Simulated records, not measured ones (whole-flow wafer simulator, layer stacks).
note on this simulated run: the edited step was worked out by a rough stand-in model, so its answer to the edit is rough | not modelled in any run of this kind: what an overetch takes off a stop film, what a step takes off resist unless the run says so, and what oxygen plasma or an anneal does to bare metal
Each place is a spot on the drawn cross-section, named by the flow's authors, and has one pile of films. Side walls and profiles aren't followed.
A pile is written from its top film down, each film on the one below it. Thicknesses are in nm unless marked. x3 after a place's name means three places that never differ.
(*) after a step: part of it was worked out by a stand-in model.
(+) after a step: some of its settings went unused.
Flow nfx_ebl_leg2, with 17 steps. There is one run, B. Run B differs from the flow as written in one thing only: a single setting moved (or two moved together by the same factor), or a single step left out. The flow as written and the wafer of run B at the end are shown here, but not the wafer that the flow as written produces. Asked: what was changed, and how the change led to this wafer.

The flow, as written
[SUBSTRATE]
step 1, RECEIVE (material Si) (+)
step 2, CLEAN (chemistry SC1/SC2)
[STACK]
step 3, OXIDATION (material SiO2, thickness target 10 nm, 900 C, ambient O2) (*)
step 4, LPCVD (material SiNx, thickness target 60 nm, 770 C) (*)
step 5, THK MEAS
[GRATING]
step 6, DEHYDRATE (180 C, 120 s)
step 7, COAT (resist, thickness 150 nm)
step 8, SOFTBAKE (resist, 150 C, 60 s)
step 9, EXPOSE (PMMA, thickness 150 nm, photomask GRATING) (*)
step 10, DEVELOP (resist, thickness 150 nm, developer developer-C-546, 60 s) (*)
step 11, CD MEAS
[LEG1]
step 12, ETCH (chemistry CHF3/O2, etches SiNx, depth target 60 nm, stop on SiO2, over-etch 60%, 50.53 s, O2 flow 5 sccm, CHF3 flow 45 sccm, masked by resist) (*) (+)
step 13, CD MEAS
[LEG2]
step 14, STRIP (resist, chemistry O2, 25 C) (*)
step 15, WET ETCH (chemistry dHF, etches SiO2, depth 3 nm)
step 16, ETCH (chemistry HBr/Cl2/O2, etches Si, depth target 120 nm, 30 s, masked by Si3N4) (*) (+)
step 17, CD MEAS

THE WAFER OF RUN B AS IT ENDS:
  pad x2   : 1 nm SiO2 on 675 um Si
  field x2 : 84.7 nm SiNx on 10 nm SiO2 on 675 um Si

Cause: step 4, LPCVD: thickness target 91.5 nm was run, whereas the flow has thickness target 60 nm.

The path from the change to this, step by step:
  step 4, LPCVD (material SiNx, thickness target 60 nm, 770 C) (*)
      field x2, pad x2: SiNx gains 91.5 (new film) (as written it would have been: SiNx gains 60 (new film))
  step 12, ETCH (chemistry CHF3/O2, etches SiNx, depth target 60 nm, stop on SiO2, over-etch 60%, 50.53 s, O2 flow 5 sccm, CHF3 flow 45 sccm, masked by resist) (*) (+)
      pad x2: SiNx loses 91.5 (all of it), SiO2 loses 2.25 (as written it would have been: SiNx loses 60 (all of it), SiO2 loses 10 (all of it))
  step 14, STRIP (resist, chemistry O2, 25 C) (*)
      pad x2: nothing (as written it would have been: chemical SiO2 gains 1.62 (new film), Si loses 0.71)
  step 15, WET ETCH (chemistry dHF, etches SiO2, depth 3 nm)
      pad x2: SiO2 loses 3 (as written it would have been: chemical SiO2 loses 1.62 (all of it))
  step 16, ETCH (chemistry HBr/Cl2/O2, etches Si, depth target 120 nm, 30 s, masked by Si3N4) (*) (+)
      pad x2: SiO2 loses 3.75 (as written it would have been: Si loses 120)
